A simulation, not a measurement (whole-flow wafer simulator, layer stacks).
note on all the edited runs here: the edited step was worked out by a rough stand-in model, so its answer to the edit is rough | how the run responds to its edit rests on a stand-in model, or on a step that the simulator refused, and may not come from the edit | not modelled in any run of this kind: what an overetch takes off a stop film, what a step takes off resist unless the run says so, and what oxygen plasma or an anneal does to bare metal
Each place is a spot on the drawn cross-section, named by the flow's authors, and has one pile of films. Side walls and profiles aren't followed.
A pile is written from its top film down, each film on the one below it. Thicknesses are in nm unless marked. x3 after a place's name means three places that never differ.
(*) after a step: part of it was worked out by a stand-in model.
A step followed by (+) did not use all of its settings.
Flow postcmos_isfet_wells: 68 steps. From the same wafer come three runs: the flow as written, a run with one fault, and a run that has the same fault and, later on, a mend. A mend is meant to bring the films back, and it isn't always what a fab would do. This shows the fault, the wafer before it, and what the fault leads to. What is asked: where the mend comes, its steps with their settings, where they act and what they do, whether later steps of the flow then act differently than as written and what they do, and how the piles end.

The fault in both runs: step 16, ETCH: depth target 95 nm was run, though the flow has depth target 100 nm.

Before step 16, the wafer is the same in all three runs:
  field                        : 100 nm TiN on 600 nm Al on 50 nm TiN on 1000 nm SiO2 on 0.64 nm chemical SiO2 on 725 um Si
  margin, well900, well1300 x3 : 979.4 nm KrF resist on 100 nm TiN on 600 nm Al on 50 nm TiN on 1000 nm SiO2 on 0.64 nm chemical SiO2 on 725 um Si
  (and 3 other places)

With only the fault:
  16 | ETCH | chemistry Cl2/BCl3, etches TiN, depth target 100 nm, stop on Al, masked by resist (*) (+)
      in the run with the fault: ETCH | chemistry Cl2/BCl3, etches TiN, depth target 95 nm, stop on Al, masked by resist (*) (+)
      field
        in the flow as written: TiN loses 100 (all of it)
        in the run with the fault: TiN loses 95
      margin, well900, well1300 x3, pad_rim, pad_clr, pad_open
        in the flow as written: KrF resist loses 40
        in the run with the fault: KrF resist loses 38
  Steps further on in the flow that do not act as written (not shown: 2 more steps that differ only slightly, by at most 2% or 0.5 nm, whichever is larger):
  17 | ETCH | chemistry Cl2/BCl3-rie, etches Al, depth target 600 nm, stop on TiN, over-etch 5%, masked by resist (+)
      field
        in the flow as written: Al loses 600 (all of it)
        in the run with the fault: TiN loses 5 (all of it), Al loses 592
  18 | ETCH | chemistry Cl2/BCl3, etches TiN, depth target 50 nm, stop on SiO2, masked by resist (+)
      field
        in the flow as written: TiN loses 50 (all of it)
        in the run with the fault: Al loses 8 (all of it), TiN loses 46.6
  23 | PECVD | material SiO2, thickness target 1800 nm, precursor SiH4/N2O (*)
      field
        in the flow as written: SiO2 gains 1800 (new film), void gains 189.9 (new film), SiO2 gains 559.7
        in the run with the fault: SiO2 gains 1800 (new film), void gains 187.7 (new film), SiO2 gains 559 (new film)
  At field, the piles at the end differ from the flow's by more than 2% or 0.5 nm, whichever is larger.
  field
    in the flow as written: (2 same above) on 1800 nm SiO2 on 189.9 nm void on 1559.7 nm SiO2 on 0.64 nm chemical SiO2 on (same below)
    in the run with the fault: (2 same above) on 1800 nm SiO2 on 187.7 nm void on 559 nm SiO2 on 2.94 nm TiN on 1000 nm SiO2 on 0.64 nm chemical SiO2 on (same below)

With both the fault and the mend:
  The mend stands after step 16.
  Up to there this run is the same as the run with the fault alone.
  16a | ETCH | chemistry Cl2/BCl3, etches TiN, depth target 5 nm, stop on Al, masked by resist (the flow's step 16, run once more with other settings)
      margin, well900, well1300 x3, pad_rim, pad_clr, pad_open
        KrF resist loses 2
      field
        TiN loses 5 (all of it)
  Later steps of the flow that are run all act as written at every place that is followed.
  At every place that both follow, the piles at the end match the flow's.
